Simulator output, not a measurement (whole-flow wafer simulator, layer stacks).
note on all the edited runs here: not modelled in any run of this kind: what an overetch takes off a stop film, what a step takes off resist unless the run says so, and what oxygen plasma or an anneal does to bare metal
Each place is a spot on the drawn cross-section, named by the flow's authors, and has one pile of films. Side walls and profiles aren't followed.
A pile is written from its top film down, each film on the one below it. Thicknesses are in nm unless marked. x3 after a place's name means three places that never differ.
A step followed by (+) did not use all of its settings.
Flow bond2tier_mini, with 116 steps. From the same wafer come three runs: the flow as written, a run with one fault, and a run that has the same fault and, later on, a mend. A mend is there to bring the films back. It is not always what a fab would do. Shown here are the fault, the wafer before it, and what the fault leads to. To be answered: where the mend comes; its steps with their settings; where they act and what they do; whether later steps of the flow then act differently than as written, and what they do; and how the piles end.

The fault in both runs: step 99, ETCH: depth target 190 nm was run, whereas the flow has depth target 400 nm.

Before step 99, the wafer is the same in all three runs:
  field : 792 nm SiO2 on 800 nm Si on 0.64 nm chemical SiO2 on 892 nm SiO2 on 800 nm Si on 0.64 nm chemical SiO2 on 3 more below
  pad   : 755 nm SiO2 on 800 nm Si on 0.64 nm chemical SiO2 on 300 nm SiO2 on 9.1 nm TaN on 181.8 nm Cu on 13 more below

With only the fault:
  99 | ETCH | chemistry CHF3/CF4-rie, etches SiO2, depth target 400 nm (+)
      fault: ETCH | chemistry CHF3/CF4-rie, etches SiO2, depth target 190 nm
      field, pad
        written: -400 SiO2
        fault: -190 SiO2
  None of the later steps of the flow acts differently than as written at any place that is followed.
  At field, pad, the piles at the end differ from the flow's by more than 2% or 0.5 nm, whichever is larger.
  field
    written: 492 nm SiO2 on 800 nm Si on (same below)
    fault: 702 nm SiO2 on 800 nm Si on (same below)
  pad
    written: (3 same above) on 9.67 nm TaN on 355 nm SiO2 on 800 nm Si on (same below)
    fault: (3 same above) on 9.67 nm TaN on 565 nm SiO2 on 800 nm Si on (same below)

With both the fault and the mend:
  The mend stands after step 99.
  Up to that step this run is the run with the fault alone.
  99a | ETCH | chemistry CHF3/CF4-rie, etches SiO2, depth target 210 nm (+) (a further turn of the flow's step 99, with different settings)
      field, pad
        -210 SiO2
  None of the later steps of the flow acts differently than as written at any place that is followed.
  At every place that both follow, the piles at the end match the flow's.
